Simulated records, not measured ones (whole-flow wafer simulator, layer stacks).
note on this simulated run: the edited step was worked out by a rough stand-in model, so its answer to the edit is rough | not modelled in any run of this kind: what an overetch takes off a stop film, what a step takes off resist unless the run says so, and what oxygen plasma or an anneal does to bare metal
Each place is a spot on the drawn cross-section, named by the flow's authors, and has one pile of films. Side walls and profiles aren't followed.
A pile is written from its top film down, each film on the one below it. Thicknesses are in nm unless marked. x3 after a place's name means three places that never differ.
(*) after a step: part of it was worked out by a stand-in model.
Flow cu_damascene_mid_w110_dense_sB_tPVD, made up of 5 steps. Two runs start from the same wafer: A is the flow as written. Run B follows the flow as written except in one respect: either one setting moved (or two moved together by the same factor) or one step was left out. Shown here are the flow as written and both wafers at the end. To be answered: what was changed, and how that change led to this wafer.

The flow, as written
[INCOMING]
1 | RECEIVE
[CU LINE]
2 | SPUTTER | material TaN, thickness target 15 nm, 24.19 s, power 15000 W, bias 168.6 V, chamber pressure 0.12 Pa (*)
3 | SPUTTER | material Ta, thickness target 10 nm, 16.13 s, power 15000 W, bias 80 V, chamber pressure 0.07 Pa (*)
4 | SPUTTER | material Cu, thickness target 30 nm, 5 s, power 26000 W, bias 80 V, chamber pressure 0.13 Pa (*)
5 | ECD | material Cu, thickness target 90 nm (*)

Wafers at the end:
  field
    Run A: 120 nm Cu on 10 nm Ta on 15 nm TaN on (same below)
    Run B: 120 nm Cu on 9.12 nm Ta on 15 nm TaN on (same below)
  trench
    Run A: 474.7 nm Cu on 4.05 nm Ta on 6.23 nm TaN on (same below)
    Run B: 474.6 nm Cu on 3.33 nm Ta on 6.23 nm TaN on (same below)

Cause: step 3, SPUTTER: bias 108 V was run, while the flow as written has bias 80 V.

How this came from the change, step by step:
  3 | SPUTTER | material Ta, thickness target 10 nm, 16.13 s, power 15000 W, bias 80 V, chamber pressure 0.07 Pa (*)
      field: A Ta gains 10 (new film) | B Ta gains 9.12 (new film)
      trench: A Ta gains 4.05 (new film) | B Ta gains 3.33 (new film)
